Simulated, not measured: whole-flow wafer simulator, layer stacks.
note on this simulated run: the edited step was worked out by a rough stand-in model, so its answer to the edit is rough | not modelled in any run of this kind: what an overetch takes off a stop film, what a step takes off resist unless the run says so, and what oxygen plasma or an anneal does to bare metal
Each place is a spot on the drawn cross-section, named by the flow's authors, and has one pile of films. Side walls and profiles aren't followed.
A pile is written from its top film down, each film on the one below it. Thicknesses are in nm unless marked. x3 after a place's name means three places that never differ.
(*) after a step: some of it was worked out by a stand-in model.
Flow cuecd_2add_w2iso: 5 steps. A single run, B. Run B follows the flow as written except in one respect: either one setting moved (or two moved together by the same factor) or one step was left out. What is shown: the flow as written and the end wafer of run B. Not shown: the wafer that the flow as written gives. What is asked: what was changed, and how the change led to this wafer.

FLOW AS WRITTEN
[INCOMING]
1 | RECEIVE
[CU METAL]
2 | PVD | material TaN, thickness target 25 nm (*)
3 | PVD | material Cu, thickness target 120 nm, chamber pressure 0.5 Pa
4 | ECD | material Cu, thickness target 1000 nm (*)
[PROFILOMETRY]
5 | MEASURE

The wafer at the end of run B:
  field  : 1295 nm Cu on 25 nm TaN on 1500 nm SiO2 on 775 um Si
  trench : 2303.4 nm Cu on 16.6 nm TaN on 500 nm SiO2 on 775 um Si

Cause: step 4, ECD: thickness target 1175 nm was run, though the flow has thickness target 1000 nm.

Step by step, how the change led to this:
  4 | ECD | material Cu, thickness target 1000 nm (*)
      field: Cu gains 1175 (as written it would have been: Cu gains 1000)
      trench: Cu gains 2222.6 (as written it would have been: Cu gains 2047.6)
